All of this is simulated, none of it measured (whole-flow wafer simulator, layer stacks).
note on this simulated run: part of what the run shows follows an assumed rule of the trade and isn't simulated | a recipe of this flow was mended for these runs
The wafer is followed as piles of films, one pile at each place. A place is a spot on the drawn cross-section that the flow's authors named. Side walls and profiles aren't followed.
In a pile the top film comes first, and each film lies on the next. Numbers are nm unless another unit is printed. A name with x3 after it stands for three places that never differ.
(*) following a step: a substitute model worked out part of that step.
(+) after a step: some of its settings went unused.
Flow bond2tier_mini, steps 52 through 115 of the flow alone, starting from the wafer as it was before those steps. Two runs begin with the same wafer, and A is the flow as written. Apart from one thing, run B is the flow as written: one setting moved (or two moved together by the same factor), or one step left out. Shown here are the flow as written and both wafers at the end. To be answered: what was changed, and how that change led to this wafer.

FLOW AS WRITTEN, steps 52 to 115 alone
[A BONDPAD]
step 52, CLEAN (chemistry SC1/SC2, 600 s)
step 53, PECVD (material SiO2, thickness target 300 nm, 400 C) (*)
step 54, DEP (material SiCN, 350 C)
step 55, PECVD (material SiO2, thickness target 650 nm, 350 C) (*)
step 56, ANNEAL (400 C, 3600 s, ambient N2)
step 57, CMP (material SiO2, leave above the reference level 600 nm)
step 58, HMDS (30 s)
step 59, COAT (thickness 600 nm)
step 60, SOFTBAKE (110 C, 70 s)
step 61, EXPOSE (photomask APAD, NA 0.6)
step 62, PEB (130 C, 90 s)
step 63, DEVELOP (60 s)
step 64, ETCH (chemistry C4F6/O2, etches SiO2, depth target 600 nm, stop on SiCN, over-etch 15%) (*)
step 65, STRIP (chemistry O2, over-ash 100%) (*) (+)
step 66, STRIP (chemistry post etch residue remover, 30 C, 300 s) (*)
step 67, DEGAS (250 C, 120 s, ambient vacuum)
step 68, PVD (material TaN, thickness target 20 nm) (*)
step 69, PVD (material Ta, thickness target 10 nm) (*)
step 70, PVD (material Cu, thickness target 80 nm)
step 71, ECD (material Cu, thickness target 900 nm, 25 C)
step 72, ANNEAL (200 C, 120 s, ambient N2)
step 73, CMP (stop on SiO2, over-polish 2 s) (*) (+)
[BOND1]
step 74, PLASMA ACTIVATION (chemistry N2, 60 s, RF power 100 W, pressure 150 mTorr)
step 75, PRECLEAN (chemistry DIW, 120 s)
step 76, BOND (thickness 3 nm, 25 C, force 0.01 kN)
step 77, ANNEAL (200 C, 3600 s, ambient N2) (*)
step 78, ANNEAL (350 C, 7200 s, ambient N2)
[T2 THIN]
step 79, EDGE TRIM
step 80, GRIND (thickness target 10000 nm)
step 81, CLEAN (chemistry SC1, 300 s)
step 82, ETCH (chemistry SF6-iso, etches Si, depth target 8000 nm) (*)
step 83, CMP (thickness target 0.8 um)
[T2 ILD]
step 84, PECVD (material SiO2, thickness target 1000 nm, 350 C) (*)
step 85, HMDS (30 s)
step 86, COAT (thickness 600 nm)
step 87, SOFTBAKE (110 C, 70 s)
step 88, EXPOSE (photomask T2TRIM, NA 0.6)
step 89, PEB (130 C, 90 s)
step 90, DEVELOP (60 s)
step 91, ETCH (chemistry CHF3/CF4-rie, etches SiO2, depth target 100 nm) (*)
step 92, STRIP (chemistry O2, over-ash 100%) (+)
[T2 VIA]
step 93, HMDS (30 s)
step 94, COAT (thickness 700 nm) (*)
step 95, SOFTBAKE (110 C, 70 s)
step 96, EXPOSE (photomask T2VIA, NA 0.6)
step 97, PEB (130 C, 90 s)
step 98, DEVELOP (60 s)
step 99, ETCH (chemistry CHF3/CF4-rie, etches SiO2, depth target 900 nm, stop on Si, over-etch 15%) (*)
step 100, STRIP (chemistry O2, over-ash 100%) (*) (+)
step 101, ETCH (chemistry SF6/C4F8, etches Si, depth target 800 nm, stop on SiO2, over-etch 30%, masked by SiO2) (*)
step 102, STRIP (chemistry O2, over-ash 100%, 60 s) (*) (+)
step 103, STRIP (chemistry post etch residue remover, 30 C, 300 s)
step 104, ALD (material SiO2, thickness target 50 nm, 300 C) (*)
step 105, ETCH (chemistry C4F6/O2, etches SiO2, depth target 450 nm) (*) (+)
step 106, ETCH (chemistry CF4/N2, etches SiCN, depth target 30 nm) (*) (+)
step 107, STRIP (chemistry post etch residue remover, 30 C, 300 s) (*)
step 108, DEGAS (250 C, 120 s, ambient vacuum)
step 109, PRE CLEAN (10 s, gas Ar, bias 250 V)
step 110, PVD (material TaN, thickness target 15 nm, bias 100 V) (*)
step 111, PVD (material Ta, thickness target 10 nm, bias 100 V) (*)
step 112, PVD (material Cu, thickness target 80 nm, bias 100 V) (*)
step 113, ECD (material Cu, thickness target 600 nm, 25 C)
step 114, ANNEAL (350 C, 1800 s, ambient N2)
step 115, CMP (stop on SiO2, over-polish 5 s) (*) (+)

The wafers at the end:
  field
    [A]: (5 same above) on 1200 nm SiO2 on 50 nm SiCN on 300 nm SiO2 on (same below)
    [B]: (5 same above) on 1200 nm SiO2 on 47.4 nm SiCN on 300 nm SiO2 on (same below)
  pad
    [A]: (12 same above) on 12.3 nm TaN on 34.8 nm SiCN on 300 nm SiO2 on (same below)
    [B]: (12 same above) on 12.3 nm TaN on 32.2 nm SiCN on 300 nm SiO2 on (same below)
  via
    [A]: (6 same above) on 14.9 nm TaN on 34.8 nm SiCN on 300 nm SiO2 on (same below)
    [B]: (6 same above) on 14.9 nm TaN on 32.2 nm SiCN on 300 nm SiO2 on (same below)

Cause: step 54, DEP: 363 C was run, whereas the flow has 350 C.

Step by step, how the change led to this:
  step 54, DEP (material SiCN, 350 C)
      field, pad, via: A +50 SiCN (new film) | B +47.4 SiCN (new film)
